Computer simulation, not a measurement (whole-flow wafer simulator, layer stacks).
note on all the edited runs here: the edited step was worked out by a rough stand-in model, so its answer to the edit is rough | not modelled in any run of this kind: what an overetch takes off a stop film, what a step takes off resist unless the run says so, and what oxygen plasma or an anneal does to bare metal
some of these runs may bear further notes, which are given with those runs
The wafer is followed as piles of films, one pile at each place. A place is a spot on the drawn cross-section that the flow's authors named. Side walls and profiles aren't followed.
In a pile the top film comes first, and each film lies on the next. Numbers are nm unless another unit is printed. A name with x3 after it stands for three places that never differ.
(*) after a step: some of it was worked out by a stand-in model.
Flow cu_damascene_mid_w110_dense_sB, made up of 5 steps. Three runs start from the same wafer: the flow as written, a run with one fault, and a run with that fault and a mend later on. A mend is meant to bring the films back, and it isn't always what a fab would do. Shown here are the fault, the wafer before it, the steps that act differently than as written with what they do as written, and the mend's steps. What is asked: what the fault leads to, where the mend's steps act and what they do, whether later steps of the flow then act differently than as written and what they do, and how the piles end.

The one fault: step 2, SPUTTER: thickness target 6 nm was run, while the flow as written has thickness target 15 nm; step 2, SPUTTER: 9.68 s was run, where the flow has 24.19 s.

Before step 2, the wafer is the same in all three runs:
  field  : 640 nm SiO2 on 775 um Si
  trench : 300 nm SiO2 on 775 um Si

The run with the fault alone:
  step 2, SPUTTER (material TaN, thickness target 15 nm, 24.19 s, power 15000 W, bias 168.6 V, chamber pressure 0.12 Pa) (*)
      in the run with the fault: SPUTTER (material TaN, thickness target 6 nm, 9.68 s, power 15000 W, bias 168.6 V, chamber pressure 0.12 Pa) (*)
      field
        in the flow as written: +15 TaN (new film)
        in the run with the fault: +6 TaN (new film)
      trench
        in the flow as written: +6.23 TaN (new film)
        in the run with the fault: +2.49 TaN (new film)
  Later steps of the flow acting differently than as written (not shown: 2 more steps that differ only slightly, by at most 2% or 0.5 nm, whichever is larger):
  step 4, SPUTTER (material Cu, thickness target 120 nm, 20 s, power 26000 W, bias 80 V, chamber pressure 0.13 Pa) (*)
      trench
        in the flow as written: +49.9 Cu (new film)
        in the run with the fault: +51.3 Cu (new film)
  By the end, the piles at field, trench depart from the flow's by more than 2% or 0.5 nm, whichever is larger.
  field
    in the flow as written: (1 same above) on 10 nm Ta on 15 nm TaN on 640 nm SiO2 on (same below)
    in the run with the fault: (1 same above) on 10 nm Ta on 6 nm TaN on 640 nm SiO2 on (same below)
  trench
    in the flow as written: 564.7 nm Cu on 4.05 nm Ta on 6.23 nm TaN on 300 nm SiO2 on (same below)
    in the run with the fault: 559.3 nm Cu on 4.16 nm Ta on 2.49 nm TaN on 300 nm SiO2 on (same below)

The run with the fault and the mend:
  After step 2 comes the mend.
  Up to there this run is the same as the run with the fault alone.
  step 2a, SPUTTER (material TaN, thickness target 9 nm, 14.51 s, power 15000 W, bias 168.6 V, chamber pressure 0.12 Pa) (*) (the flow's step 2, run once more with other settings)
      field
        +9 TaN
      trench
        +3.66 TaN
  None of the later steps of the flow differs from how it acts as written, at any place that is followed, by more than 2% or 0.5 nm, whichever is larger.
  The piles end only slightly different from the flow's at the places that both follow, by no more than 2% or 0.5 nm, whichever is larger.
